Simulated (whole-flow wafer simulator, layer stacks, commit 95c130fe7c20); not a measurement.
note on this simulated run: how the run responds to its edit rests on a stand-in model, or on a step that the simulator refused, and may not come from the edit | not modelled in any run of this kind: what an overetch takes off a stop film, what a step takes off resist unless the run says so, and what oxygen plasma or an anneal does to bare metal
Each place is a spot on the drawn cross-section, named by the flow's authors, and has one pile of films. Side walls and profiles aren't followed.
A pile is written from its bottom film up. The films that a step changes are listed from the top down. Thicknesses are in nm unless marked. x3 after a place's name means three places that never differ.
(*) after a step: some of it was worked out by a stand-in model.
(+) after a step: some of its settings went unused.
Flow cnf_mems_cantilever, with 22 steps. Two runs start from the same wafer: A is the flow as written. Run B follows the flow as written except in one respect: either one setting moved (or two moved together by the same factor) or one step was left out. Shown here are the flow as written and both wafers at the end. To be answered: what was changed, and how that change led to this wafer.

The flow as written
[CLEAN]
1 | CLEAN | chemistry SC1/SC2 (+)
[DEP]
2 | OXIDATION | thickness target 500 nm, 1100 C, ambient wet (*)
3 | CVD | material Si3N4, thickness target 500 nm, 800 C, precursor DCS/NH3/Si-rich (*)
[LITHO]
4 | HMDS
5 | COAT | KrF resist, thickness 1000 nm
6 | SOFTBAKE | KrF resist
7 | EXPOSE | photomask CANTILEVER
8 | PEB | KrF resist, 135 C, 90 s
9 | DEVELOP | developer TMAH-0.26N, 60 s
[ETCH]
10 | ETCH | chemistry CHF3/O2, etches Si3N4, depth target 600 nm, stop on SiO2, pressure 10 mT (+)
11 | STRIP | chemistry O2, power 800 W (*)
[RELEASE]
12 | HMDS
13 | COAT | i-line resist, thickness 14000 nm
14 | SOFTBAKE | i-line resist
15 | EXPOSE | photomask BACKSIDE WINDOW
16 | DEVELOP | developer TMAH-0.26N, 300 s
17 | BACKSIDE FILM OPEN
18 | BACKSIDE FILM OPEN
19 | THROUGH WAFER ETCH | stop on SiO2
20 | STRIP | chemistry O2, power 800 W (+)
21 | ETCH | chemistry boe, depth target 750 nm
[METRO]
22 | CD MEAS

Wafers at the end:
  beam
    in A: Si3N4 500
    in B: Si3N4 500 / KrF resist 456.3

What caused this: step 11, STRIP: chemistry O2, power 800 W (*), was not run.

The path from the change to this, step by step:
  (no step that both runs have acts differently by more than 2% or 0.5 nm, whichever is larger)
